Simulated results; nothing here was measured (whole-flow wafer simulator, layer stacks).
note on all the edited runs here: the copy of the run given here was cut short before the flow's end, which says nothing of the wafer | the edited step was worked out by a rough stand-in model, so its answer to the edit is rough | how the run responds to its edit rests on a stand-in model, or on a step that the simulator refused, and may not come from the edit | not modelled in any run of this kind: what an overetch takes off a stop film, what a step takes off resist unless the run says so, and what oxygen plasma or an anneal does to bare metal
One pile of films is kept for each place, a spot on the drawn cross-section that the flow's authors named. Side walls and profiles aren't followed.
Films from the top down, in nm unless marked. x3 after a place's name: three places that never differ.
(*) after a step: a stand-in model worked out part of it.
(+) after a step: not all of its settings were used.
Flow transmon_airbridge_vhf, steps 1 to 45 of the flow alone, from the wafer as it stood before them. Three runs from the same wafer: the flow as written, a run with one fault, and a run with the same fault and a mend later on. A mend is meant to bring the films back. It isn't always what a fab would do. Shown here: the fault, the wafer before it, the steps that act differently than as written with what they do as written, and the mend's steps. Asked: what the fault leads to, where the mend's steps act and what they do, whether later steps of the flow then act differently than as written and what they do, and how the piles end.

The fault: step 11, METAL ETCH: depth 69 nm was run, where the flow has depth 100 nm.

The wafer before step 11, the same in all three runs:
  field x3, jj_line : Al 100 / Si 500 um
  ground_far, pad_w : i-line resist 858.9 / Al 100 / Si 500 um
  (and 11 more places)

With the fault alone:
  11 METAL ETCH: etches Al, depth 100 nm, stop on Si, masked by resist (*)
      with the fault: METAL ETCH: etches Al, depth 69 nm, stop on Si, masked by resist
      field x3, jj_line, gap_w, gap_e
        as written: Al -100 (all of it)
        with the fault: Al -69
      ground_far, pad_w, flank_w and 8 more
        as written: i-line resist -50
        with the fault: i-line resist -34.5
  Later steps of the flow that act differently than as written (17 more steps differ only slightly, by at most 2% or 0.5 nm, whichever is larger, and aren't shown):
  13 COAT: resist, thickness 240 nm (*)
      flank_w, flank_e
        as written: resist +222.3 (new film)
        with the fault: resist +227.4 (new film)
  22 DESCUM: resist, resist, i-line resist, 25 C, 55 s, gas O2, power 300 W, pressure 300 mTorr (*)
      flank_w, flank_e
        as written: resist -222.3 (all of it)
        with the fault: resist -227.4 (all of it)
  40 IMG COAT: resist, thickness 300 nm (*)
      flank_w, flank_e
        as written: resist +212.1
        with the fault: resist +216.5
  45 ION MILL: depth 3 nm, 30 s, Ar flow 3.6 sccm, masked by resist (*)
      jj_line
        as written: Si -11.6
        with the fault: Al -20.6
  At the end the piles differ from the flow's by more than 2% or 0.5 nm, whichever is larger, at field x3, jj_line, gap_w, gap_e.
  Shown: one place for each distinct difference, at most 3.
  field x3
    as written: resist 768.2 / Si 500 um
    with the fault: resist 768.2 / Al 31 / Si 500 um
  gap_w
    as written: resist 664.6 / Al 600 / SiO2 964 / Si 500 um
    with the fault: resist 656.5 / Al 600 / SiO2 964 / Al 31 / Si 500 um
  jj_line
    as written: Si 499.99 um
    with the fault: Al 10.4 / Si 500 um

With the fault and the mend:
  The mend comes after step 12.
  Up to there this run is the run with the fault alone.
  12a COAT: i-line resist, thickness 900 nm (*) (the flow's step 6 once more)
      field x3, jj_line, trace_open_s x2, margin_s, bridge_strip, margin_n
        i-line resist +900 (new film)
      pad_w, pad_e
        i-line resist +891.5 (new film)
      flank_w, flank_e
        i-line resist +883.8 (new film)
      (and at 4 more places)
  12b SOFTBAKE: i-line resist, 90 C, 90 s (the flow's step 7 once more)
      flank_w, flank_e
        i-line resist -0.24
      gap_w, gap_e
        i-line resist +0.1
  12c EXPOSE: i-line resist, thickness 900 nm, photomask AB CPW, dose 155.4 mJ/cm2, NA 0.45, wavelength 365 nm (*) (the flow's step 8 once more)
      changes no film at any place that is followed
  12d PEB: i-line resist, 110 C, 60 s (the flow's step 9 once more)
      field x3, jj_line, trace_open_s x2, margin_s, bridge_strip, margin_n
        i-line resist -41
      pad_w, pad_e
        i-line resist -40.6
      flank_w, flank_e
        i-line resist -40.3
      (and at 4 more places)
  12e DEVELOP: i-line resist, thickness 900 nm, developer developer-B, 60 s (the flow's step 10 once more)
      pad_w, cpw_trace, pad_e, trace_open_s x2, margin_s, bridge_strip, margin_n
        i-line resist -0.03
      field x3, jj_line
        i-line resist -859 (all of it)
      gap_w, gap_e
        i-line resist -895 (all of it)
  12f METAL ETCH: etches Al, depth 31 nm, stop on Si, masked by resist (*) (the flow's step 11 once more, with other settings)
      ground_far, pad_w, flank_w and 8 more
        i-line resist -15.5
      field x3, jj_line, gap_w, gap_e
        Al -31 (all of it)
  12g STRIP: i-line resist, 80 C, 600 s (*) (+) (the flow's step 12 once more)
      trace_open_s x2, margin_s, bridge_strip, margin_n
        i-line resist -843.4 (all of it)
      pad_w, pad_e
        i-line resist -835.3 (all of it)
      flank_w, flank_e
        i-line resist -827.8 (all of it)
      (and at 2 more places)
  No later step of the flow acts differently than as written at any place that is followed.
  At the end the piles are the same as the flow's at every place that both follow.
